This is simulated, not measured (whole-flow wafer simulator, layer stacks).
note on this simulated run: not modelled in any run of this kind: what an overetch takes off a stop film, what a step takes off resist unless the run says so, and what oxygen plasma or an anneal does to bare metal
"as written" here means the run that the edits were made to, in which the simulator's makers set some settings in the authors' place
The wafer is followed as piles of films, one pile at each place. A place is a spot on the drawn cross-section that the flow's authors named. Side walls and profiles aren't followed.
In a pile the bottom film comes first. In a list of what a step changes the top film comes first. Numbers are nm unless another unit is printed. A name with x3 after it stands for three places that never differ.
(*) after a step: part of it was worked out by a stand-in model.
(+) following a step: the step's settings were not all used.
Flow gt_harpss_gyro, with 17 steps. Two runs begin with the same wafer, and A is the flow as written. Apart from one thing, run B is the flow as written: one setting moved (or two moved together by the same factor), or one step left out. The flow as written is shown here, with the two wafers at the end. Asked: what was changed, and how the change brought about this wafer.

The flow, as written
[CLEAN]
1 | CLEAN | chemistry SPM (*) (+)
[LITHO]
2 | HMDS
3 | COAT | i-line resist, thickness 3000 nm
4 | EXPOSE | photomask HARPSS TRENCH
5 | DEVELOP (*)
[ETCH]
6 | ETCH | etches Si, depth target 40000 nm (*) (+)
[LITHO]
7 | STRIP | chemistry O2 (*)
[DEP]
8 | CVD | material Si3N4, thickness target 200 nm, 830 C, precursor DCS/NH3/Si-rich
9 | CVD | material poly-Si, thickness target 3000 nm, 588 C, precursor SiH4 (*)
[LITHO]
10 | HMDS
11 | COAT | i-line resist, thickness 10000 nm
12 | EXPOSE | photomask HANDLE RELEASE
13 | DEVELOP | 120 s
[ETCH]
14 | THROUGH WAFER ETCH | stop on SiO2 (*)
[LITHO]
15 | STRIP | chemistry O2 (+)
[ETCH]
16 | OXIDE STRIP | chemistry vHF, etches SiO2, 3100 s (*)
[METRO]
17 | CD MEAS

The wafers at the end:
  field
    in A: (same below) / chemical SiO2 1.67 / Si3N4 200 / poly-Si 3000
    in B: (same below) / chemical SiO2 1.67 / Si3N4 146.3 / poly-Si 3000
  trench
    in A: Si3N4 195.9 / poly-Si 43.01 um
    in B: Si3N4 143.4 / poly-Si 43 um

What caused this: step 8, CVD: thickness target 146.3 nm was run, while the flow as written has thickness target 200 nm.
The wafer lets one read it off: field has Si3N4 146.3, and step 8 as written asks for 200 nm.

How this came from the change, step by step:
  8 | CVD | material Si3N4, thickness target 200 nm, 830 C, precursor DCS/NH3/Si-rich
      field: A Si3N4 gains 200 (new film) | B Si3N4 gains 146.3 (new film)
      trench: A Si3N4 gains 195.9 (new film) | B Si3N4 gains 143.4 (new film)
  9 | CVD | material poly-Si, thickness target 3000 nm, 588 C, precursor SiH4 (*)
      trench: A poly-Si gains 43.01 um (new film) | B poly-Si gains 43 um (new film)
